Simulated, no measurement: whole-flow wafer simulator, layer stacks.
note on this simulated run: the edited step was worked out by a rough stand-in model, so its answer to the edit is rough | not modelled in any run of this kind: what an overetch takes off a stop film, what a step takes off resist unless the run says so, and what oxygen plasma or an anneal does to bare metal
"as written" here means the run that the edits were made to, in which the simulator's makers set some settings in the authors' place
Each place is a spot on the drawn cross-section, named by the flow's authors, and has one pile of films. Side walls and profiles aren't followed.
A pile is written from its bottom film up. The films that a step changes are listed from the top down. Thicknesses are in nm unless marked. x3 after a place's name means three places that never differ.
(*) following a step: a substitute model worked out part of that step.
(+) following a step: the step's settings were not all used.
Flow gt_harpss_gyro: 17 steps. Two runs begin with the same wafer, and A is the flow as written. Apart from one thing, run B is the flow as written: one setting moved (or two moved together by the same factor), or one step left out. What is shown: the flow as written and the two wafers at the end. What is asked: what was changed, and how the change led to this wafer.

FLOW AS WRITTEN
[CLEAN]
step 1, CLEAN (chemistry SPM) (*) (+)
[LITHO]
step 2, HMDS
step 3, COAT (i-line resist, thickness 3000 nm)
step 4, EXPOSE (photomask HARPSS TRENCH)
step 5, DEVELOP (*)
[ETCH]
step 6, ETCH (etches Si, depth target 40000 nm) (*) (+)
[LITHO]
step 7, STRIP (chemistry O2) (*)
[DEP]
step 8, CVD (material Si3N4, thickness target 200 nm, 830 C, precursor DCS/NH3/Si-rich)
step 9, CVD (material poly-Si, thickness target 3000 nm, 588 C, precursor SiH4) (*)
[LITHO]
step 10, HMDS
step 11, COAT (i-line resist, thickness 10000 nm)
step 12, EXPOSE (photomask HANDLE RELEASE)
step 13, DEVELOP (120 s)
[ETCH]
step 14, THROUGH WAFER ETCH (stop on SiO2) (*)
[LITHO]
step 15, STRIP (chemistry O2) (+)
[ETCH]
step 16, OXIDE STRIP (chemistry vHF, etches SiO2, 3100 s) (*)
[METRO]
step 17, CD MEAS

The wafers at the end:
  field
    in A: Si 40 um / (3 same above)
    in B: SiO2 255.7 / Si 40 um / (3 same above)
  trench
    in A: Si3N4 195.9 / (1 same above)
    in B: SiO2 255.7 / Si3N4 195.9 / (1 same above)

Cause: step 16, OXIDE STRIP: 2248 s was run, while the flow as written has 3100 s.

Step by step, how the change led to this:
  step 16, OXIDE STRIP (chemistry vHF, etches SiO2, 3100 s) (*)
      field: A under 4 films: -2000 SiO2 (all of it) | B under 4 films: -1744.3 SiO2
      trench: A under 2 films: -2000 SiO2 (all of it) | B under 2 films: -1744.3 SiO2
